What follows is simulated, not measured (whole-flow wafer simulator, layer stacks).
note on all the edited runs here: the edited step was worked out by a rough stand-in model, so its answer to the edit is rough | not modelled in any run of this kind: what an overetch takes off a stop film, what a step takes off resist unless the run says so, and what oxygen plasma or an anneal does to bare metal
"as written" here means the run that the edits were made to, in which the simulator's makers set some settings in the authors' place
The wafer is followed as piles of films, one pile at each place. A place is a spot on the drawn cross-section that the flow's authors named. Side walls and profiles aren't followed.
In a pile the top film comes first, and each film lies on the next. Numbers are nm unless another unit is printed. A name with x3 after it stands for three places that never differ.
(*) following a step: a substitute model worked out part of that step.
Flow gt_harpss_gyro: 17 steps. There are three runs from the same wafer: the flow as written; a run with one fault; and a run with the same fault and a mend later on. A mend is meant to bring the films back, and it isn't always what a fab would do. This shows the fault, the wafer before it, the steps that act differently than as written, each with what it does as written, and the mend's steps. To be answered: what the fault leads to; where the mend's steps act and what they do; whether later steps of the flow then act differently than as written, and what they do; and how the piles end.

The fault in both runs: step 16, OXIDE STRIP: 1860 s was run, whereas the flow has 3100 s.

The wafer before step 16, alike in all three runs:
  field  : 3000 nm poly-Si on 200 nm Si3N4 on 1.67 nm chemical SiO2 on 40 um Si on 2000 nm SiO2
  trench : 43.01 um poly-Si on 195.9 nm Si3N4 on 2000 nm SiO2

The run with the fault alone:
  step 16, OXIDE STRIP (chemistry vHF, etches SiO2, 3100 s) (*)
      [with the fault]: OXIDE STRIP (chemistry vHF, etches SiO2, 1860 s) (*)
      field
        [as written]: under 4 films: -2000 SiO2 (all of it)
        [with the fault]: under 4 films: -1442.6 SiO2
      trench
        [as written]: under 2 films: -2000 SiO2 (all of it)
        [with the fault]: under 2 films: -1442.6 SiO2
  None of the later steps of the flow acts differently than as written at any place that is followed.
  The piles end different from the flow's at field, trench by more than 2% or 0.5 nm, whichever is larger.
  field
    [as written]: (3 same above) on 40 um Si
    [with the fault]: (3 same above) on 40 um Si on 557.4 nm SiO2
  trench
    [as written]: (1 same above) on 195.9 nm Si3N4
    [with the fault]: (1 same above) on 195.9 nm Si3N4 on 557.4 nm SiO2

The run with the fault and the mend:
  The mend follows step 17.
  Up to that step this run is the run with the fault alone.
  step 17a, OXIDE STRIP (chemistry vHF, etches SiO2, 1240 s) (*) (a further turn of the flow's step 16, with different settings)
      field
        under 4 films: -557.4 SiO2 (all of it)
      trench
        under 2 films: -557.4 SiO2 (all of it)
  None of the later steps of the flow acts differently than as written at any place that is followed.
  By the end, the piles equal the flow's at every place that both follow.
